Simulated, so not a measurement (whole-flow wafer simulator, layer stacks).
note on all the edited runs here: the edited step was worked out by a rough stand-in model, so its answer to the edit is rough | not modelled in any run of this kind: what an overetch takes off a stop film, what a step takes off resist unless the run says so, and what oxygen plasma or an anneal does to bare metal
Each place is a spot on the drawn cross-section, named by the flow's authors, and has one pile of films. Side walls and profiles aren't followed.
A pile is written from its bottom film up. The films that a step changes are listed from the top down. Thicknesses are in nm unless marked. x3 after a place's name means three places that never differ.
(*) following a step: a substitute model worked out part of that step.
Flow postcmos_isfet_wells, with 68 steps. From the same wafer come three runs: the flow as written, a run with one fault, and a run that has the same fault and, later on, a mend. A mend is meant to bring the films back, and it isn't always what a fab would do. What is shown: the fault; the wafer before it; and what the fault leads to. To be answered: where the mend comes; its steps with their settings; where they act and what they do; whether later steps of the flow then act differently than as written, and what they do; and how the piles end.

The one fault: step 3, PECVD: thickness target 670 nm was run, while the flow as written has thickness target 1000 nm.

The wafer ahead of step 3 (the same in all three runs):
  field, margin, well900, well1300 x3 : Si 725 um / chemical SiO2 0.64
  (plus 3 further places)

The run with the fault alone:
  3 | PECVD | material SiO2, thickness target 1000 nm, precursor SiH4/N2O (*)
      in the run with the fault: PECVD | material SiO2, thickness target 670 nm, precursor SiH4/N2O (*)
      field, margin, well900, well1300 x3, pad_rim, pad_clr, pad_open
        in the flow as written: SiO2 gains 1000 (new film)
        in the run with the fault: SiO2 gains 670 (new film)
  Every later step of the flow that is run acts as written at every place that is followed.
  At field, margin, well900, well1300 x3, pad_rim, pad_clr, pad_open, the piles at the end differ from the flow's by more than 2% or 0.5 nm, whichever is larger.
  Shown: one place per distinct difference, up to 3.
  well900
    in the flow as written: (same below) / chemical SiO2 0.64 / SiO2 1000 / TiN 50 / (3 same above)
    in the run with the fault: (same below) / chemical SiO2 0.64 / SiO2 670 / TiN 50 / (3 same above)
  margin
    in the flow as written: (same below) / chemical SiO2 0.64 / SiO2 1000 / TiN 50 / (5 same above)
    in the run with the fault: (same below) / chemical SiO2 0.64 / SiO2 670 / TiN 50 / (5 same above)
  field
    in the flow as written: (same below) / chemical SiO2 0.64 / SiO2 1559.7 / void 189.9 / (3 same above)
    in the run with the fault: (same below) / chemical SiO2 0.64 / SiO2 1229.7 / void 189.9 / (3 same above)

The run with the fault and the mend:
  After step 3 comes the mend.
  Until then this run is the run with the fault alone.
  3a | PECVD | material SiO2, thickness target 330 nm, precursor SiH4/N2O (*) (a further turn of the flow's step 3, with different settings)
      field, margin, well900, well1300 x3, pad_rim, pad_clr, pad_open
        SiO2 gains 330
  Every later step of the flow that is run acts as written at every place that is followed.
  At every place that both follow, the piles at the end match the flow's.
